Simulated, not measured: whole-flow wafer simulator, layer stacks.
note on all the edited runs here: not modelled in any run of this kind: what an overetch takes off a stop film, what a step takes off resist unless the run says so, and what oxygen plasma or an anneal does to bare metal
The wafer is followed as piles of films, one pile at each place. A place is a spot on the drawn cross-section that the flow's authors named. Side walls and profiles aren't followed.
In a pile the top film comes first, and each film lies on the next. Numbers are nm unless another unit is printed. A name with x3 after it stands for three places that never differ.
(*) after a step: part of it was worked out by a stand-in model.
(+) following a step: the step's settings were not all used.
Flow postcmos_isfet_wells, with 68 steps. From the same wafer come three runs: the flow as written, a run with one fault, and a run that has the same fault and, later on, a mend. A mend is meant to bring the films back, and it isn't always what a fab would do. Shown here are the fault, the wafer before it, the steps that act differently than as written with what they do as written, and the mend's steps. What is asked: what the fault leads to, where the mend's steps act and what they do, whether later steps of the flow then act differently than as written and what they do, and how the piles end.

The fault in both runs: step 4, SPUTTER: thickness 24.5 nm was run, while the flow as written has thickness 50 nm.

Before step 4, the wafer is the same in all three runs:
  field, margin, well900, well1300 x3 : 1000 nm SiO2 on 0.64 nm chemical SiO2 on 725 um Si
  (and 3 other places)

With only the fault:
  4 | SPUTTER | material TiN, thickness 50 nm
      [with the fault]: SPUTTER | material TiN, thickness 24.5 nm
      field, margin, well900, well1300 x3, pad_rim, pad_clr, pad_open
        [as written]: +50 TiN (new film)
        [with the fault]: +24.5 TiN (new film)
  Later steps of the flow acting differently than as written (not shown: 1 more step that differs only slightly, by at most 2% or 0.5 nm, whichever is larger):
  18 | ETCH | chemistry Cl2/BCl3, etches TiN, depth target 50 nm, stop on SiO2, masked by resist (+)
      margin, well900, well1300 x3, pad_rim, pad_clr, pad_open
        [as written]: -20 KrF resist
        [with the fault]: -14.7 KrF resist
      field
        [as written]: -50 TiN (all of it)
        [with the fault]: -24.5 TiN (all of it)
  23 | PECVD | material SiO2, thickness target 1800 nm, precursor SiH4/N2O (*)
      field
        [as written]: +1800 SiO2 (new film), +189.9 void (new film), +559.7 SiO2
        [with the fault]: +1800 SiO2 (new film), +170.8 void (new film), +553.3 SiO2
  The piles end different from the flow's at field, margin, well900, well1300 x3, pad_rim, pad_clr, pad_open by more than 2% or 0.5 nm, whichever is larger.
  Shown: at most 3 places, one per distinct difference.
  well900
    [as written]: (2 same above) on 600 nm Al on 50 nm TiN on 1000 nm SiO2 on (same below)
    [with the fault]: (2 same above) on 600 nm Al on 24.5 nm TiN on 1000 nm SiO2 on (same below)
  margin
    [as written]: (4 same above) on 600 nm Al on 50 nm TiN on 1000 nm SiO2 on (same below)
    [with the fault]: (4 same above) on 600 nm Al on 24.5 nm TiN on 1000 nm SiO2 on (same below)
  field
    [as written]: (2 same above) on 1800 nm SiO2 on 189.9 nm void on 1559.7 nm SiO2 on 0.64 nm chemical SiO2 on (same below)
    [with the fault]: (2 same above) on 1800 nm SiO2 on 170.8 nm void on 1553.3 nm SiO2 on 0.64 nm chemical SiO2 on (same below)

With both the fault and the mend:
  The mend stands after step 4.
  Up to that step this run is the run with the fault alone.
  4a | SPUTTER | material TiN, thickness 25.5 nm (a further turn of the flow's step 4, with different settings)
      field, margin, well900, well1300 x3, pad_rim, pad_clr, pad_open
        +25.5 TiN
  Every later step of the flow that is run acts as written at every place that is followed.
  At every place that both follow, the piles at the end match the flow's.
